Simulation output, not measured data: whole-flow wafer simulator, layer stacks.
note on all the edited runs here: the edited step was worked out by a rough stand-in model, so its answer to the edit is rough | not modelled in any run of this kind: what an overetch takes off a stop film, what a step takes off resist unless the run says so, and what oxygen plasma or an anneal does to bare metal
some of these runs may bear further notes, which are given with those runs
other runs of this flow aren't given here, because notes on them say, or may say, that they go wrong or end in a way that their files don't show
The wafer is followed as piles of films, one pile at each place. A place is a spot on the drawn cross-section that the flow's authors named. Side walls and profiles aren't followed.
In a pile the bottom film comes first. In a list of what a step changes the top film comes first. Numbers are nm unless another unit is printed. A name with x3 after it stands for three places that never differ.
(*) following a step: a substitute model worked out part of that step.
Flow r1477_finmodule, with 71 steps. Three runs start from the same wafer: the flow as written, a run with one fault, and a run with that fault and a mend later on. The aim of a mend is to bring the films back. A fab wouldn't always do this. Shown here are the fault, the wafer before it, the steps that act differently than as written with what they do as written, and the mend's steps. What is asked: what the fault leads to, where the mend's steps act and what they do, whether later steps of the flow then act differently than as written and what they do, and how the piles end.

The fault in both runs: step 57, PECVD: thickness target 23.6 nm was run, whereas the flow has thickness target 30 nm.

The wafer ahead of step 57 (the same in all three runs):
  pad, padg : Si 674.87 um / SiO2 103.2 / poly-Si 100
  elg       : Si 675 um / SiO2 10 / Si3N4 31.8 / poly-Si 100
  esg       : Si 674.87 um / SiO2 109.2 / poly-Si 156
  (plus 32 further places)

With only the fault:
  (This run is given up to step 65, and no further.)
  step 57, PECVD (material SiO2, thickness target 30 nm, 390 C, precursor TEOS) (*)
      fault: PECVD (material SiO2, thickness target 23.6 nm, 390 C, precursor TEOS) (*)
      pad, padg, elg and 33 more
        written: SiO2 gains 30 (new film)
        fault: SiO2 gains 23.6 (new film)
  Every later step of the flow up to step 65 that is run acts as written, at every place that is followed, to within 2% or 0.5 nm, whichever is larger.
  The piles after step 65 differ from the flow's at pad, padg, elg and 33 more by more than 2% or 0.5 nm, whichever is larger.
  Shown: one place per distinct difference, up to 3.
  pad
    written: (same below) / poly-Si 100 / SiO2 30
    fault: (same below) / poly-Si 100 / SiO2 23.6
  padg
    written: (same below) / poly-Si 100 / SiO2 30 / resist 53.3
    fault: (same below) / poly-Si 100 / SiO2 23.6 / resist 53.3
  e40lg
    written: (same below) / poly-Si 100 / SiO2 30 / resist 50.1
    fault: (same below) / poly-Si 100 / SiO2 23.6 / resist 50.1

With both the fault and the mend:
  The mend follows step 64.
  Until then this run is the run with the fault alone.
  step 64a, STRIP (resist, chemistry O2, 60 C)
      padg, elg, esg
        resist loses 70 (all of it)
      e40lg, e100lg, e200lg
        resist loses 66.9 (all of it)
      s40sg, s45sg
        resist loses 91 (all of it)
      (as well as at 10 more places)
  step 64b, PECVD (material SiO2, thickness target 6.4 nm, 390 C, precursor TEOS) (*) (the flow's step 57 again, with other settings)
      pad, padg, elg and 33 more
        SiO2 gains 6.4
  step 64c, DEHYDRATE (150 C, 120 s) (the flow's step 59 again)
      does not change any film at any place that is followed
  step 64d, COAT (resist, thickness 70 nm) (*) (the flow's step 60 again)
      e40lg, e100lg, e200lg, elo, e40lo, e100lo, e200lo
        resist gains 66.9 (new film)
      pad, padg, elg, esg
        resist gains 70 (new film)
      s40sg, s45sg, s40so, s45so
        resist gains 91 (new film)
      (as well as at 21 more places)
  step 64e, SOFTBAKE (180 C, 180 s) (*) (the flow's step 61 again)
      does not change any film at any place that is followed
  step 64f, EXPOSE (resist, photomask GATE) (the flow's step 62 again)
      does not change any film at any place that is followed
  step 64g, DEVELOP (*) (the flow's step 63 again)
      elo, e40lo, e100lo, e200lo
        resist loses 66.9 (all of it)
      eso, e40so
        resist loses 129.5 (all of it)
      s40so, s45so
        resist loses 91 (all of it)
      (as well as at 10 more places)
  Every later step of the flow that is run acts as written at every place that is followed.
  The piles end the same as the flow's at every place that both follow.
